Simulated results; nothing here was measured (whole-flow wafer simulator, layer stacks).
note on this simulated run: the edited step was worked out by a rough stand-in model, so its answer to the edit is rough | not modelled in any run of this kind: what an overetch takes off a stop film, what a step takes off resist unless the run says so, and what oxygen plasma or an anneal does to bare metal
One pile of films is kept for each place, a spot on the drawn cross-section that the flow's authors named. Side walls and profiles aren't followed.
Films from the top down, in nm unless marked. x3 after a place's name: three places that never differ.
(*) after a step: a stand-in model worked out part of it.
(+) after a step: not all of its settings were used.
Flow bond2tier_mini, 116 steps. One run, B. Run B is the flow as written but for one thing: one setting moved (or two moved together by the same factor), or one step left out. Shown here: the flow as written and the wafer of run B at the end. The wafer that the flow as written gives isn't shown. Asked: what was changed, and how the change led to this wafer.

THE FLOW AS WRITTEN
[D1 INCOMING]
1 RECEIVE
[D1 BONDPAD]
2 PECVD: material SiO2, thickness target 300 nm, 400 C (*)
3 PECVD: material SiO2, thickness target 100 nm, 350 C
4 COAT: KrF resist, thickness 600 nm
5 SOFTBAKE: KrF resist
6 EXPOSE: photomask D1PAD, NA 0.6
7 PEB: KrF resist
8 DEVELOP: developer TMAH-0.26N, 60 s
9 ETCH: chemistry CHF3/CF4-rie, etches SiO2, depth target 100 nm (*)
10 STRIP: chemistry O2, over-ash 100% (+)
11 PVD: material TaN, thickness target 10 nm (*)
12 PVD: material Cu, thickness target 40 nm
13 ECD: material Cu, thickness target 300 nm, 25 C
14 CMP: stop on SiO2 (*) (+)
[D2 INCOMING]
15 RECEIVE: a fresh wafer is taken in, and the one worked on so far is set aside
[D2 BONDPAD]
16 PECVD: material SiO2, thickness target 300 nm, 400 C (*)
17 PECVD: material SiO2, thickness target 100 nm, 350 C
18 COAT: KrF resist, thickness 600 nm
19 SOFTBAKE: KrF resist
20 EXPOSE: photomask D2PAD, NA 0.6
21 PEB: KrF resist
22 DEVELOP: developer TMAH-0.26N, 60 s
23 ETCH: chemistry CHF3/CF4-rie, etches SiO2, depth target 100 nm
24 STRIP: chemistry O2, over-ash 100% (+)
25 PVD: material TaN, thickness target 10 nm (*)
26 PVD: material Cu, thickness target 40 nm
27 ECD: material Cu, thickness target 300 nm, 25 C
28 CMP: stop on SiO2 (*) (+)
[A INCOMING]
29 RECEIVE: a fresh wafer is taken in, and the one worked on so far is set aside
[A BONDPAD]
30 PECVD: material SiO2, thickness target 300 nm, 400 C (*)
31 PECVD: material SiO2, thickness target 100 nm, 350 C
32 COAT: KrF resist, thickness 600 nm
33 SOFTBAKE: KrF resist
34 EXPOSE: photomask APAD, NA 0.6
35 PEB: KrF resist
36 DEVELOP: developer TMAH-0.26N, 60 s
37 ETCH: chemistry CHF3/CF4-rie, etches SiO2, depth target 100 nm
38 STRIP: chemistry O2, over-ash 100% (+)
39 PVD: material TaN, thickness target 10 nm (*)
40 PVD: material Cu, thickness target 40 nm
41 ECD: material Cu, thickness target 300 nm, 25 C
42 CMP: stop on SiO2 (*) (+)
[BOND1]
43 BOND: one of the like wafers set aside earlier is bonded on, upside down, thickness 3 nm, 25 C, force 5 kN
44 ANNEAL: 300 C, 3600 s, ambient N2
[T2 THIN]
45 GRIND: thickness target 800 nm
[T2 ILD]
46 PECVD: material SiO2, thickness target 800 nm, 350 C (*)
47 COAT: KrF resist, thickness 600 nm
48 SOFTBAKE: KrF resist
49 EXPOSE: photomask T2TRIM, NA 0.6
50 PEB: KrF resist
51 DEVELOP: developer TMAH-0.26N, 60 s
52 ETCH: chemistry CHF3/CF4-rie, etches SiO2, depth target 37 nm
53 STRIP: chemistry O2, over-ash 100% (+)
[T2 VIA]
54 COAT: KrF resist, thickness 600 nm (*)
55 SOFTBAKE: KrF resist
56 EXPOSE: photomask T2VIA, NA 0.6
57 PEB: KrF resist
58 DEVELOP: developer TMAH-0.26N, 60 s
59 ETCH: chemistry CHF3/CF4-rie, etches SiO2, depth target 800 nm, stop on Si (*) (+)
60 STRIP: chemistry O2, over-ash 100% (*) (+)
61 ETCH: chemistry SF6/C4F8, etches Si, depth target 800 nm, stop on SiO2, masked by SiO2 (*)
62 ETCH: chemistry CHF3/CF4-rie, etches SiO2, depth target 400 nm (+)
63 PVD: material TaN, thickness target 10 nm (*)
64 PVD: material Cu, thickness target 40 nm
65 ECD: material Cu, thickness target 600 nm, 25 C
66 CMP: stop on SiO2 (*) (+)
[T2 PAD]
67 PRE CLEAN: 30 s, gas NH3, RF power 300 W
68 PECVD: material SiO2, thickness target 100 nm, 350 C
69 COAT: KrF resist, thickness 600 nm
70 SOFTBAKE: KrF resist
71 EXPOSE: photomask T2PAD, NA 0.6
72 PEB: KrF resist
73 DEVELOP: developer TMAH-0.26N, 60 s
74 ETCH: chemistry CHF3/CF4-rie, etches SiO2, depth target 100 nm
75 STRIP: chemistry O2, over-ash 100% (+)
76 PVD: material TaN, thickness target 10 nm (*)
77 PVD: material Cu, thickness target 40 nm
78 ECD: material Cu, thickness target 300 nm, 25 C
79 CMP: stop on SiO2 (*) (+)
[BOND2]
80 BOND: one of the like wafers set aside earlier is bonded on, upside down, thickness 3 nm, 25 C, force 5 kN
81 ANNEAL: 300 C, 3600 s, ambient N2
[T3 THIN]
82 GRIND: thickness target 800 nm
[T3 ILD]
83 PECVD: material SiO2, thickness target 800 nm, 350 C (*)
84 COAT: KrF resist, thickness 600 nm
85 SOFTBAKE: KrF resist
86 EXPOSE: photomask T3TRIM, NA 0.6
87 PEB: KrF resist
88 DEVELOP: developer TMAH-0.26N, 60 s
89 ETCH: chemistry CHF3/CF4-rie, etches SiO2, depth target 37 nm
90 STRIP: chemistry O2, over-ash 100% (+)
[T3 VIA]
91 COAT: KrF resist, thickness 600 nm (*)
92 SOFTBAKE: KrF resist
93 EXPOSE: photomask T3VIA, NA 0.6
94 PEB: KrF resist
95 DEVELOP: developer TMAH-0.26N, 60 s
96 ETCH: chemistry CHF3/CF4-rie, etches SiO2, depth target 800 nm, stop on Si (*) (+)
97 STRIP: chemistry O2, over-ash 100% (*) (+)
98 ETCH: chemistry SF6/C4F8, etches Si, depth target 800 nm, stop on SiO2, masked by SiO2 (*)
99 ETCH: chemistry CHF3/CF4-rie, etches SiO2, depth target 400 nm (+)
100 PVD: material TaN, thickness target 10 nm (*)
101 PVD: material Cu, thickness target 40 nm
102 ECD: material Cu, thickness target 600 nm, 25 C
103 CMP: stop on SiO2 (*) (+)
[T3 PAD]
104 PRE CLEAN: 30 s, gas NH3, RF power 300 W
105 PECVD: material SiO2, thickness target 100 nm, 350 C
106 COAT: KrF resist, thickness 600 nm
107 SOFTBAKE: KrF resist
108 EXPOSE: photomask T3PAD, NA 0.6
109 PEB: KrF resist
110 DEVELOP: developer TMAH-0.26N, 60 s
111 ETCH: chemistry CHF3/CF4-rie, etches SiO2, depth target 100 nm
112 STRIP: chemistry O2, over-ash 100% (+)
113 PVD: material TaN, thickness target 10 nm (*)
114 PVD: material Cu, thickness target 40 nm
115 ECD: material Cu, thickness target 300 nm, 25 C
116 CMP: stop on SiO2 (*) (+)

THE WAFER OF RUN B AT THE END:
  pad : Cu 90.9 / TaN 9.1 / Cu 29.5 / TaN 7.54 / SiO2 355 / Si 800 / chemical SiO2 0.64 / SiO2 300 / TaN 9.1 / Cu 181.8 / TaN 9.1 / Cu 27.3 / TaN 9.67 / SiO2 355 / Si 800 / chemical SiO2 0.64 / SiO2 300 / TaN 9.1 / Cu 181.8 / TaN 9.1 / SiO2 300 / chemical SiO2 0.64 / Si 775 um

The cause: step 100, PVD: thickness target 7.8 nm was run, where the flow has thickness target 10 nm.

How the change led to this, step by step:
  100 PVD: material TaN, thickness target 10 nm (*)
      field: TaN +7.8 (new film) (as written it would be: TaN +10 (new film))
      pad: TaN +7.54 (new film) (as written it would be: TaN +9.67 (new film))
  103 CMP: stop on SiO2 (*) (+)
      field: Cu -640 (all of it), TaN -7.8 (all of it) (as written it would be: Cu -640 (all of it), TaN -10 (all of it))
